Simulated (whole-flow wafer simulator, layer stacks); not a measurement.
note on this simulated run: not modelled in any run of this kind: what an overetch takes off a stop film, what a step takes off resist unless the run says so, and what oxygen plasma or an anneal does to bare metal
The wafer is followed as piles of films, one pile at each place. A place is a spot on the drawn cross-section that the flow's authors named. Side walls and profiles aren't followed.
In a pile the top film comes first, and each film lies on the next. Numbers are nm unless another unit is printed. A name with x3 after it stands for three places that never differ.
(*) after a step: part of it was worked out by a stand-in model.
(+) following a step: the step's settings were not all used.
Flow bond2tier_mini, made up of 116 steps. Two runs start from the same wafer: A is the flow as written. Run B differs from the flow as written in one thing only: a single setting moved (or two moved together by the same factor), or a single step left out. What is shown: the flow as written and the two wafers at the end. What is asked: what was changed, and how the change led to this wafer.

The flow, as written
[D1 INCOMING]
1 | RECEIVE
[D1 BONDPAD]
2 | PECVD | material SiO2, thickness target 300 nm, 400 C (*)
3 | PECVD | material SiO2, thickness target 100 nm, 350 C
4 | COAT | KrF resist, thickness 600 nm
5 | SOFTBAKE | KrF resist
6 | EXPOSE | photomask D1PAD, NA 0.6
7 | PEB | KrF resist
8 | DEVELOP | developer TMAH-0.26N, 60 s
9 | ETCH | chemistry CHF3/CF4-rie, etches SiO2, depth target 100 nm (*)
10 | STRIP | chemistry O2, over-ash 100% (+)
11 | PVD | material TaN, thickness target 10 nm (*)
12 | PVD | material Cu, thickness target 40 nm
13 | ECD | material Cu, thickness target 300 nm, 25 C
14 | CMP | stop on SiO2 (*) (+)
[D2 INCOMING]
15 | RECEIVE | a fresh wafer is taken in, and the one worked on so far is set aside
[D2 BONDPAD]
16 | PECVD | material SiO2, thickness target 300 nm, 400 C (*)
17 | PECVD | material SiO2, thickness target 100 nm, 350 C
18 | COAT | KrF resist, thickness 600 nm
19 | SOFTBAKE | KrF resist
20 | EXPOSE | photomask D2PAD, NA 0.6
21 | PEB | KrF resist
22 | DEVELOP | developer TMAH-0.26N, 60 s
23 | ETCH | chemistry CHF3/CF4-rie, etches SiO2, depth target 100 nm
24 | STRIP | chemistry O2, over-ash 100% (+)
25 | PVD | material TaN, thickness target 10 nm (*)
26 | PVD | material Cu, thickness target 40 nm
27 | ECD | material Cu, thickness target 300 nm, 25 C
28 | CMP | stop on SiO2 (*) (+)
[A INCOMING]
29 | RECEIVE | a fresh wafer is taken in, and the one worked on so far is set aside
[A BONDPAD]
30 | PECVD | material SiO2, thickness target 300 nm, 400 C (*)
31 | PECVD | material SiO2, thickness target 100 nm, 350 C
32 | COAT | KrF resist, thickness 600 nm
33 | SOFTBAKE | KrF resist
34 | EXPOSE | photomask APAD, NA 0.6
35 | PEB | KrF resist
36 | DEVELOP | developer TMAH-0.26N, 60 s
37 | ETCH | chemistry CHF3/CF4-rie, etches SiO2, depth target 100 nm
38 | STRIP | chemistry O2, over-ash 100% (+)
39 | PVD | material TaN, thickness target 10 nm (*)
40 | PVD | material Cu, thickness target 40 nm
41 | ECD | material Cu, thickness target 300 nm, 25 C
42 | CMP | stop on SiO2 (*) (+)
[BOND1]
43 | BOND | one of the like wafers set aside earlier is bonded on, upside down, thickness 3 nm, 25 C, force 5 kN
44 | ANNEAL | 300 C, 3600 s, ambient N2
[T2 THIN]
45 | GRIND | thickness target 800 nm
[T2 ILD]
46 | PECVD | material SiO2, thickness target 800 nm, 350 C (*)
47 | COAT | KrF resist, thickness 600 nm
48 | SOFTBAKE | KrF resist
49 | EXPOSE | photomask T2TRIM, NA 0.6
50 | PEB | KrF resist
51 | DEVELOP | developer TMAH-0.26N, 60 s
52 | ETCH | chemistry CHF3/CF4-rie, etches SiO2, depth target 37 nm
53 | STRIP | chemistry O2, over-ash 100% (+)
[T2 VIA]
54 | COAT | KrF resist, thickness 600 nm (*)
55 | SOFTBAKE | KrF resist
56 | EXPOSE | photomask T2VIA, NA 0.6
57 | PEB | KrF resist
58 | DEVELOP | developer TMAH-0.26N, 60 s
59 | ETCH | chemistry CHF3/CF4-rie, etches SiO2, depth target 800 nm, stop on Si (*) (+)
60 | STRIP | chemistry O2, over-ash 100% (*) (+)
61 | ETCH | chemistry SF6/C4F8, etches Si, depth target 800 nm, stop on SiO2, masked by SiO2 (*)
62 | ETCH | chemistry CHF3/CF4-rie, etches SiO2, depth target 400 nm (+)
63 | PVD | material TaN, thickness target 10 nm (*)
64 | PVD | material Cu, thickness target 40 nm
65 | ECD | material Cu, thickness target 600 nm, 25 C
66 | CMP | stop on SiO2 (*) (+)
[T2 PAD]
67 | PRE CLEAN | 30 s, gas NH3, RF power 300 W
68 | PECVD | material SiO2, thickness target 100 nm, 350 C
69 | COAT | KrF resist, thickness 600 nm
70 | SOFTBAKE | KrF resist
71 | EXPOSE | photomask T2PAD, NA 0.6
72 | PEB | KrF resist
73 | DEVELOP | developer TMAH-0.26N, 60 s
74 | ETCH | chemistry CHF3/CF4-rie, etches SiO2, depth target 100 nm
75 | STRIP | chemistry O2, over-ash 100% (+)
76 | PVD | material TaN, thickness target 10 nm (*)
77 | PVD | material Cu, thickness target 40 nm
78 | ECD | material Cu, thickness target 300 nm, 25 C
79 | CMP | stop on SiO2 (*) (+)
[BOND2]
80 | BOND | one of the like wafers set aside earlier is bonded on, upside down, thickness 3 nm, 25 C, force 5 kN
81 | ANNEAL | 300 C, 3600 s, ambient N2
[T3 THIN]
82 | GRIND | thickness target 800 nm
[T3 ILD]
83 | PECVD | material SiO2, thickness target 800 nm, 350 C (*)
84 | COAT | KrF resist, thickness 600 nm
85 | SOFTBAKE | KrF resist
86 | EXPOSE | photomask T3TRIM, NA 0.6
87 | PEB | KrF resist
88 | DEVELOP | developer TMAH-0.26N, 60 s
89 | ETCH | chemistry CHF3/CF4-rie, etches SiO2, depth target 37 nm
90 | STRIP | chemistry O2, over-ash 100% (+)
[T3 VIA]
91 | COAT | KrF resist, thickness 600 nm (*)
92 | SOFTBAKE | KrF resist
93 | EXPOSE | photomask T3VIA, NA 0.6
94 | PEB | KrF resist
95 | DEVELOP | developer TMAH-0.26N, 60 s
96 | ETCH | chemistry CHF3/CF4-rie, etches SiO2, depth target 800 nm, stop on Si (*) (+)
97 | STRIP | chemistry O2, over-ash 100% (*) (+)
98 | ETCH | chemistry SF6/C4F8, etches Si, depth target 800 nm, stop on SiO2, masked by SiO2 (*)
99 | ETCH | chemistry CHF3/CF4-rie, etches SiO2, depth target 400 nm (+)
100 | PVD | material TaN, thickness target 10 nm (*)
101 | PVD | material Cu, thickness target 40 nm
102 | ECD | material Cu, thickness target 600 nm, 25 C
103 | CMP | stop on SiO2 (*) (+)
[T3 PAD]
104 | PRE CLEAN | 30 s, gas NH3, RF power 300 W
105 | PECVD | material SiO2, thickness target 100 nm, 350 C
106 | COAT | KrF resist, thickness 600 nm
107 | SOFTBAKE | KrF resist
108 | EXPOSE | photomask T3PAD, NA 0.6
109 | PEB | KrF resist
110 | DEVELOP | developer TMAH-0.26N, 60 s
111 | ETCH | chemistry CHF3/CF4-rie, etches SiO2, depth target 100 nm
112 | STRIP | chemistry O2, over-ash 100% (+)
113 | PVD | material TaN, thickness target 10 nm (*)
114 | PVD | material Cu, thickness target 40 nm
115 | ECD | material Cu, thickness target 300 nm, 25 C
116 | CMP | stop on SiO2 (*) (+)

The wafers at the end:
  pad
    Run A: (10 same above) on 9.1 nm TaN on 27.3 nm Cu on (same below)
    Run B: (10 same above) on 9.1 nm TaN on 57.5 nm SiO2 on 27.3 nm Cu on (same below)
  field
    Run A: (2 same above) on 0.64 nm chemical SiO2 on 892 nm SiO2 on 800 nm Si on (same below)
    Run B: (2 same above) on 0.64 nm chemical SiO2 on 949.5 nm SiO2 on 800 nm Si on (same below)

The reason: step 68, PECVD: thickness target 157.5 nm was run, while the flow as written has thickness target 100 nm.

The path from the change to this, step by step:
  68 | PECVD | material SiO2, thickness target 100 nm, 350 C
      field: A +100 SiO2 | B +157.5 SiO2
      pad: A +100 SiO2 (new film) | B +157.5 SiO2 (new film)
  74 | ETCH | chemistry CHF3/CF4-rie, etches SiO2, depth target 100 nm
      pad: A -100 SiO2 (all of it) | B -100 SiO2
With metal films that touch counted as one body, pad has 4 bodies (between them, from the top down: SiO2 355 / Si 800 / chemical SiO2 0.64 / SiO2 300; SiO2 57.5; SiO2 355 / Si 800 / chemical SiO2 0.64 / SiO2 300); the flow as written gives 3 bodies (between them, from the top down: SiO2 355 / Si 800 / chemical SiO2 0.64 / SiO2 300; SiO2 355 / Si 800 / chemical SiO2 0.64 / SiO2 300).
